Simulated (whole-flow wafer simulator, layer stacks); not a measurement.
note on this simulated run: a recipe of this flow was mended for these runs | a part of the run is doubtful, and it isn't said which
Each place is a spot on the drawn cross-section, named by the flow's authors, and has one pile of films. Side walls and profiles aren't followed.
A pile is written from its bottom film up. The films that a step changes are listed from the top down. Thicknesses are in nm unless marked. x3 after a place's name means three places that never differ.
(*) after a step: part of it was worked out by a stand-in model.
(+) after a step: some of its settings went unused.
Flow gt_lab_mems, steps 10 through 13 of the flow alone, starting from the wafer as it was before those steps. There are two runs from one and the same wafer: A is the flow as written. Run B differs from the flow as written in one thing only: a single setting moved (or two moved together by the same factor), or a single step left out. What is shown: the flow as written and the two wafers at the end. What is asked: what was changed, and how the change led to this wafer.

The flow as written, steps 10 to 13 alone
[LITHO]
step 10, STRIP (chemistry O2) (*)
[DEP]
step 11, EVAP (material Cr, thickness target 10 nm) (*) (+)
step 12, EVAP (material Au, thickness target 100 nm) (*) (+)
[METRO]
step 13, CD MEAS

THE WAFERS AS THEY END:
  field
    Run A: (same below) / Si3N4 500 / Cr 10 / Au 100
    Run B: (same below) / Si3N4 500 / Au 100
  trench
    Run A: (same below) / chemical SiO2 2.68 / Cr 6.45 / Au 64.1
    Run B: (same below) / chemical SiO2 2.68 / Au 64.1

Cause: step 11, EVAP: material Cr, thickness target 10 nm (*) (+), was not run.

Step by step, how the change led to this:
  (no step that both runs have acts differently)
